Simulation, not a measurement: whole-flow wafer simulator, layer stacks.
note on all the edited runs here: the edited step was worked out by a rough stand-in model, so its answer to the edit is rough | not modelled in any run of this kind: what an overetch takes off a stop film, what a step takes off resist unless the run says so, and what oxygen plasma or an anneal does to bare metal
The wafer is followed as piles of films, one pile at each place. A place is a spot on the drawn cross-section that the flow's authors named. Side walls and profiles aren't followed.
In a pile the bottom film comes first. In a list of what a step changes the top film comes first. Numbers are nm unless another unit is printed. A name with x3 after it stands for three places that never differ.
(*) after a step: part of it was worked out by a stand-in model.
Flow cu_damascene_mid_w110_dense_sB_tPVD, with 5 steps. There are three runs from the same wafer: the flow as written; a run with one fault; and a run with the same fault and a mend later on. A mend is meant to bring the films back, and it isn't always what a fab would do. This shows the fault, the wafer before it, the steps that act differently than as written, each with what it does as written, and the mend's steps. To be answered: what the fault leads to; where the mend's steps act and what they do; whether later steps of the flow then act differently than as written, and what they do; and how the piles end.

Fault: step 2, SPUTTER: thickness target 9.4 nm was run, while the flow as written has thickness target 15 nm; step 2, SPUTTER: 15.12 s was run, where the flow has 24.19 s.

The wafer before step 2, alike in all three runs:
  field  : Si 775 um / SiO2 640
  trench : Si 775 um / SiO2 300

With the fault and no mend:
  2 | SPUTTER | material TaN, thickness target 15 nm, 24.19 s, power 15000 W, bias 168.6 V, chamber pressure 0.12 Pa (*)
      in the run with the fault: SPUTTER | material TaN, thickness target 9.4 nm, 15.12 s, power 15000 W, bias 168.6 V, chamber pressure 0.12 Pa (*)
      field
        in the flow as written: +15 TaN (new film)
        in the run with the fault: +9.4 TaN (new film)
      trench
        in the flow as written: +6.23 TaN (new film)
        in the run with the fault: +3.9 TaN (new film)
  Later steps of the flow that are run all act as written at every place that is followed, up to a difference of at most 2% or 0.5 nm, whichever is larger.
  At field, trench, the piles at the end differ from the flow's by more than 2% or 0.5 nm, whichever is larger.
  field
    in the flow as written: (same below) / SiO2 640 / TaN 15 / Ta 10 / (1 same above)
    in the run with the fault: (same below) / SiO2 640 / TaN 9.4 / Ta 10 / (1 same above)
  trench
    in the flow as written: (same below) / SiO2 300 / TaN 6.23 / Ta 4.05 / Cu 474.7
    in the run with the fault: (same below) / SiO2 300 / TaN 3.9 / Ta 4.12 / Cu 471.4

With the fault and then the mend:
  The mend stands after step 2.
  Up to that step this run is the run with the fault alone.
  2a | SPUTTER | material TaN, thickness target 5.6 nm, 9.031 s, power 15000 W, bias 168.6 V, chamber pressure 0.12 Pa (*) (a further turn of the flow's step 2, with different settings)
      field
        +5.6 TaN
      trench
        +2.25 TaN
  Later steps of the flow that are run all act as written at every place that is followed, up to a difference of at most 2% or 0.5 nm, whichever is larger.
  At the end the piles are close to the flow's at the places that both follow, differing by at most 2% or 0.5 nm, whichever is larger.
